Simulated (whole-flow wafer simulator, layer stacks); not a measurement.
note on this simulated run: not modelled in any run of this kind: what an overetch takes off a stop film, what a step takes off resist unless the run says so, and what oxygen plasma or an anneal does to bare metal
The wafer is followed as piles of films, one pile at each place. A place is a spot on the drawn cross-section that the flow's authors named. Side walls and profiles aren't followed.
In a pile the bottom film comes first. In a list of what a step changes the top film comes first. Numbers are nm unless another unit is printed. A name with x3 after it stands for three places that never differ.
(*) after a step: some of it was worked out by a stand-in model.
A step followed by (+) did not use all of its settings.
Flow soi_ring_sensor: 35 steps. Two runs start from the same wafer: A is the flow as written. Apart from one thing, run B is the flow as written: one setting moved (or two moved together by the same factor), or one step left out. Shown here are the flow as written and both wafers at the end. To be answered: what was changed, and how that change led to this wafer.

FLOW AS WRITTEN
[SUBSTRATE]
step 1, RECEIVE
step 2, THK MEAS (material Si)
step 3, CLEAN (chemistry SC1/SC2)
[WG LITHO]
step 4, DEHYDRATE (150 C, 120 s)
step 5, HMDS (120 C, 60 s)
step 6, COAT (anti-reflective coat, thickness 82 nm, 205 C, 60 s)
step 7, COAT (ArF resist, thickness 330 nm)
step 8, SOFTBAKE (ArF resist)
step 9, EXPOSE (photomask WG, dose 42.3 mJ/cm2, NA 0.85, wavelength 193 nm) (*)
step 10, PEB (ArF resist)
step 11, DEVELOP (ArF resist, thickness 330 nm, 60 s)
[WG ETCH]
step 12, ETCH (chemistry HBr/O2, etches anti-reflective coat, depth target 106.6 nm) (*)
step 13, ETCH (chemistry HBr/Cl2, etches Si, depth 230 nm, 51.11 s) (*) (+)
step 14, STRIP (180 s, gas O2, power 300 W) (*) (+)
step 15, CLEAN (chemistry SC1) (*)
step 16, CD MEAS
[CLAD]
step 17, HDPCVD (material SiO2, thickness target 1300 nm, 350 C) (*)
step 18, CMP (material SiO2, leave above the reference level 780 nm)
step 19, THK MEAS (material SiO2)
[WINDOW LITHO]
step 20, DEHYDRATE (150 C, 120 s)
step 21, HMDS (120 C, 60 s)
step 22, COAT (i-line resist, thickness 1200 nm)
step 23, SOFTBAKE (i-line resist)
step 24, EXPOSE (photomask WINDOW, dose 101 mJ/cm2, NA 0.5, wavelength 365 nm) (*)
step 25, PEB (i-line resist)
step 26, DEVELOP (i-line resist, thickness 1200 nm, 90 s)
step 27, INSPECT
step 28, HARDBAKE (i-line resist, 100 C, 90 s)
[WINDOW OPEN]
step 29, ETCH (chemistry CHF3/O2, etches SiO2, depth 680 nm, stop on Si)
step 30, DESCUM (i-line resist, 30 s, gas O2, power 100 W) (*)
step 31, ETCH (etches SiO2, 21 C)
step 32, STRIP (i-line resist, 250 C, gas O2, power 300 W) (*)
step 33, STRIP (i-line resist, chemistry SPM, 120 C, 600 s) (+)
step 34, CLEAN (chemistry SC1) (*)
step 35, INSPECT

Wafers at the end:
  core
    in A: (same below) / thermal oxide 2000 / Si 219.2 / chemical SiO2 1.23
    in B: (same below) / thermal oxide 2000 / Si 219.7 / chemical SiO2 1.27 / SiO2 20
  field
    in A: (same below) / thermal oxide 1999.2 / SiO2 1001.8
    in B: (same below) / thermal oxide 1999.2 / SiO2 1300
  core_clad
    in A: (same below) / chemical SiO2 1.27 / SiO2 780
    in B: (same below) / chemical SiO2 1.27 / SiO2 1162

What caused this: step 18, CMP: leave above the reference level 1162 nm was run, though the flow has leave above the reference level 780 nm.
The wafer lets one read it off: core_clad has SiO2 1162, and step 18 as written asks for 780 nm.

How this came from the change, step by step:
  step 18, CMP (material SiO2, leave above the reference level 780 nm)
      gap, window, field, gap_clad: A -298.2 SiO2 | B nothing
      core, core_clad: A -520 SiO2 | B -138 SiO2
  step 22, COAT (i-line resist, thickness 1200 nm)
      core, core_clad: A +1200 i-line resist (new film) | B +1126.9 i-line resist (new film)
  step 23, SOFTBAKE (i-line resist)
      core, core_clad: A nothing | B -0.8 i-line resist
      gap, gap_clad: A nothing | B -1.02 i-line resist
  step 25, PEB (i-line resist)
      core, core_clad: A -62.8 i-line resist | B -58.8 i-line resist
  step 26, DEVELOP (i-line resist, thickness 1200 nm, 90 s)
      core: A -1137.2 i-line resist (all of it) | B -1067.3 i-line resist (all of it)
  step 31, ETCH (etches SiO2, 21 C)
      core: A -100 SiO2 (all of it), -1.27 chemical SiO2 (all of it) | B -462 SiO2
  step 32, STRIP (i-line resist, 250 C, gas O2, power 300 W) (*)
      core: A +1.23 chemical SiO2 (new film), -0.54 Si | B nothing
      core_clad: A -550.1 i-line resist (all of it) | B -480.4 i-line resist (all of it)
